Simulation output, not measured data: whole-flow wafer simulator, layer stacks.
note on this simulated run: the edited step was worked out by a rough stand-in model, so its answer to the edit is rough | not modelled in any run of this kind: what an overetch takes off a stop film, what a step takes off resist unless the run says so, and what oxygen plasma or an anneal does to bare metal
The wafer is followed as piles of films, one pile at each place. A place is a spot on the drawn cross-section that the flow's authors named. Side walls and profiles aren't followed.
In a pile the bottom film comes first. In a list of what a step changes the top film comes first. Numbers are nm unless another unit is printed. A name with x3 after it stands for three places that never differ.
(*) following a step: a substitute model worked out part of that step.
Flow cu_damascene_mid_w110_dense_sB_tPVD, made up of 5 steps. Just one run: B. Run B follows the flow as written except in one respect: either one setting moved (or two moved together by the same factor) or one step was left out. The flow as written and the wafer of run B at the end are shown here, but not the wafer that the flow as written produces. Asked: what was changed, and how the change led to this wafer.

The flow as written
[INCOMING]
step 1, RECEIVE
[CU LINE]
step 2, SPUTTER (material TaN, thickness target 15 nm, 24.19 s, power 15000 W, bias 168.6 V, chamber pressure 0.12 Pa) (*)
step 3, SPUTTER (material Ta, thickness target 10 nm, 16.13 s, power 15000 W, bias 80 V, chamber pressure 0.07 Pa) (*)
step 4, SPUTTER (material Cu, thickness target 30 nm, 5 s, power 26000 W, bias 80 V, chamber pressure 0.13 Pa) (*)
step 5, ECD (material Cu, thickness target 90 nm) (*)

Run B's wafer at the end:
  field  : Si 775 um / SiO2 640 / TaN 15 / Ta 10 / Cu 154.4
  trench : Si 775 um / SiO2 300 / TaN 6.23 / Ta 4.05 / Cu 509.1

Cause: step 5, ECD: thickness target 124.4 nm was run, whereas the flow has thickness target 90 nm.

The path from the change to this, step by step:
  step 5, ECD (material Cu, thickness target 90 nm) (*)
      field: Cu gains 124.4 (as written it would have been: Cu gains 90)
      trench: Cu gains 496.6 (as written it would have been: Cu gains 462.2)
